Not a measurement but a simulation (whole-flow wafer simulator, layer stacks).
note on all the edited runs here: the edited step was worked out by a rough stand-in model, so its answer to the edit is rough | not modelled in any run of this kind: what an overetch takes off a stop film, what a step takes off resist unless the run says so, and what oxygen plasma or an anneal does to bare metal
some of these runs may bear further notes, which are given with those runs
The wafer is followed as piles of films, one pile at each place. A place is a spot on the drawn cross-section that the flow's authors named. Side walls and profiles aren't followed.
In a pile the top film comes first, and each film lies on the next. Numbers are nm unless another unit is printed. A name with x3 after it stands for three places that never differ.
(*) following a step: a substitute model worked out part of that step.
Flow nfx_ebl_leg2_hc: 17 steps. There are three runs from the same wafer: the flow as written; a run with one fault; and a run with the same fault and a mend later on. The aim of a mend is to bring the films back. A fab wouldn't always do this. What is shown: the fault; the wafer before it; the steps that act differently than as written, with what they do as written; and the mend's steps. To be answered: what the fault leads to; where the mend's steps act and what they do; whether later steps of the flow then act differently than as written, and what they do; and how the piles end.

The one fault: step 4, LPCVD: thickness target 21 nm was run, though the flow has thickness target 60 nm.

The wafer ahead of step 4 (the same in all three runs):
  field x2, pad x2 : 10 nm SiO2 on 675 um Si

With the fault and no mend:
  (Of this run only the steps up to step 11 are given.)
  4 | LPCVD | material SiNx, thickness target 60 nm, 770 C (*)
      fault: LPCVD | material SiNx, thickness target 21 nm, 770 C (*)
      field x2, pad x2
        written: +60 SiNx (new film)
        fault: +21 SiNx (new film)
  Every later step of the flow up to step 11 that is run acts as written at every place that is followed.
  After step 11, at field x2, pad x2, the piles differ from the flow's by more than 2% or 0.5 nm, whichever is larger.
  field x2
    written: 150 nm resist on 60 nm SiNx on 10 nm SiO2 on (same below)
    fault: 150 nm resist on 21 nm SiNx on 10 nm SiO2 on (same below)
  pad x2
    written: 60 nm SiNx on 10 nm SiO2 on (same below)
    fault: 21 nm SiNx on 10 nm SiO2 on (same below)

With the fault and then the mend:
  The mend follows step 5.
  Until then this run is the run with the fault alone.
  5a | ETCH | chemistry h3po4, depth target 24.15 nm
      field x2, pad x2
        -21 SiNx (all of it)
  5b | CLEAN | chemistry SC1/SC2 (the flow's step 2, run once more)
      does not change any film at any place that is followed
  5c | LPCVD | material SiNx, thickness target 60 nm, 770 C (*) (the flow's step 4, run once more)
      field x2, pad x2
        +60 SiNx (new film)
  Every later step of the flow that is run acts as written at every place that is followed.
  At every place that both follow, the piles at the end match the flow's.
